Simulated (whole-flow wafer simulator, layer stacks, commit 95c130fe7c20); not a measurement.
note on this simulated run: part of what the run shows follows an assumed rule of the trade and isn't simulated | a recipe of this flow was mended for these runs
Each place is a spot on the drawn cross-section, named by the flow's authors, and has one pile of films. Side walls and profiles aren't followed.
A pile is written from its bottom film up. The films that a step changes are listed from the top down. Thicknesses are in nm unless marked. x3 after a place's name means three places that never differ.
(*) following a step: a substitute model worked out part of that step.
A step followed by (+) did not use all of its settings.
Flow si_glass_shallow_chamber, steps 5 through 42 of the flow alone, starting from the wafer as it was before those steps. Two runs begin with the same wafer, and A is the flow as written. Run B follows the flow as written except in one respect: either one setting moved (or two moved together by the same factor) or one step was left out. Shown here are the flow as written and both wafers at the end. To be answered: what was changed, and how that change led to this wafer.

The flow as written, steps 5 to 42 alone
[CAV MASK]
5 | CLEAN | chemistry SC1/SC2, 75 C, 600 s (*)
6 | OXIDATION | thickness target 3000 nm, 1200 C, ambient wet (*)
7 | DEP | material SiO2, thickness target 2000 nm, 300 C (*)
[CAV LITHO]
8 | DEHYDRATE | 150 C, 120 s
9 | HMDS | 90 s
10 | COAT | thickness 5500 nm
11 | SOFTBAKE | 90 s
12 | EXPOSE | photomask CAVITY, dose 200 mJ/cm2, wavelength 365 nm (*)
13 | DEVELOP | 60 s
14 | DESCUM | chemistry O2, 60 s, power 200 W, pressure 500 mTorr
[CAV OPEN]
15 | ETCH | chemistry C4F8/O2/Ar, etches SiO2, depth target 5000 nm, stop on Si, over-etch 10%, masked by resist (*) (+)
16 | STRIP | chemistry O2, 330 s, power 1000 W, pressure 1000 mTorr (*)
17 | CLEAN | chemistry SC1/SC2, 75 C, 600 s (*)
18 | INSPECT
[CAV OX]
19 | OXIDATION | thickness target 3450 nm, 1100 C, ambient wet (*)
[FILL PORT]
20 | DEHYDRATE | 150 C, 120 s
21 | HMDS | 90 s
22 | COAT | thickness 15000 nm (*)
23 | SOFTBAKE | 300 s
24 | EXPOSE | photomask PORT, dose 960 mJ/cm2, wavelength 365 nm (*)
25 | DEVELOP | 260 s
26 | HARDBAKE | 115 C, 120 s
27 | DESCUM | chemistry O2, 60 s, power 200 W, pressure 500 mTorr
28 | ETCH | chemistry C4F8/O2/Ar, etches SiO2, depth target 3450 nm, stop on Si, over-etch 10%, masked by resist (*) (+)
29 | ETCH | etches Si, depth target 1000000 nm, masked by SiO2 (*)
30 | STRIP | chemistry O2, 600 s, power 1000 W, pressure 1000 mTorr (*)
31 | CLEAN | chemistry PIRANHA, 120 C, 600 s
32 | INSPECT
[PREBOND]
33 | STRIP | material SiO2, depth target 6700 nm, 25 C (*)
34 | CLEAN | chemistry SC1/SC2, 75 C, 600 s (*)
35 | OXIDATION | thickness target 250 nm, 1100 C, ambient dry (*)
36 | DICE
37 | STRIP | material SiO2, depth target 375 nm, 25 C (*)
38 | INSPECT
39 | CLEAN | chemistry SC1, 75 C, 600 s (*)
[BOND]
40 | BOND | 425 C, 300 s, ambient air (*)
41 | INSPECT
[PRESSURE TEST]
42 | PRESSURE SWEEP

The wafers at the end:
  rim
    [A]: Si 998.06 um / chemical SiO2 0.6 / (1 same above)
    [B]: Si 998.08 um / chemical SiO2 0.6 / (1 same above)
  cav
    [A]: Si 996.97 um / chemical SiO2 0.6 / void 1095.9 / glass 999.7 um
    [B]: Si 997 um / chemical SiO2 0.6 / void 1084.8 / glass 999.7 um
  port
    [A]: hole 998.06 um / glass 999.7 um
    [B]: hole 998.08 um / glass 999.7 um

What caused this: step 7, DEP: thickness target 2240 nm was run, while the flow as written has thickness target 2000 nm; step 17, CLEAN: 672 s was run, where the flow has 600 s.

The path from the change to this, step by step:
  7 | DEP | material SiO2, thickness target 2000 nm, 300 C (*)
      rim, ramp, cav, port, septum, ring: A +2000 SiO2 | B +2240 SiO2
  15 | ETCH | chemistry C4F8/O2/Ar, etches SiO2, depth target 5000 nm, stop on Si, over-etch 10%, masked by resist (*) (+)
      cav, port: A -5000 SiO2 (all of it), -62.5 Si | B -5240 SiO2 (all of it), -32.5 Si
  17 | CLEAN | chemistry SC1/SC2, 75 C, 600 s (*)
      rim, ramp, septum, ring: A -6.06 SiO2 | B -6.78 SiO2
      cav, port: A -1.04 chemical SiO2, -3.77 Si | B -1.04 chemical SiO2, -4.35 Si
  19 | OXIDATION | thickness target 3450 nm, 1100 C, ambient wet (*)
      rim, ramp, septum, ring: A +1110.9 SiO2, -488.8 Si | B +1069.4 SiO2, -470.5 Si
  22 | COAT | thickness 15000 nm (*)
      rim: A +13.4 um thick-i-line-resist (new film) | B +13.33 um thick-i-line-resist (new film)
      ramp: A +12.89 um thick-i-line-resist (new film) | B +12.79 um thick-i-line-resist (new film)
      (as well as at 3 more places)
  23 | SOFTBAKE | 300 s
      rim: A -997 thick-i-line-resist | B -1049.7 thick-i-line-resist
      ramp: A -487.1 thick-i-line-resist | B -515.1 thick-i-line-resist
      (as well as at 4 more places)
  25 | DEVELOP | 260 s
      port: A -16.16 um thick-i-line-resist (all of it) | B -16.21 um thick-i-line-resist (all of it)
  29 | ETCH | etches Si, depth target 1000000 nm, masked by SiO2 (*)
      rim, ramp: A -11.47 um thick-i-line-resist (all of it), -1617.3 SiO2 | B -11.35 um thick-i-line-resist (all of it), -1685.3 SiO2
      port: A +997.05 um hole (new film), -997.05 um Si (all of it) | B +997.08 um hole (new film), -997.08 um Si (all of it)
      (as well as at 1 more place)
  30 | STRIP | chemistry O2, 600 s, power 1000 W, pressure 1000 mTorr (*)
      cav: A -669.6 thick-i-line-resist (all of it) | B -726.3 thick-i-line-resist (all of it)
  33 | STRIP | material SiO2, depth target 6700 nm, 25 C (*)
      rim, ramp: A -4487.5 SiO2 (all of it) | B -4617.3 SiO2 (all of it)
      septum: A -5732.1 SiO2 (all of it) | B -5924.1 SiO2 (all of it)
      (as well as at 1 more place)
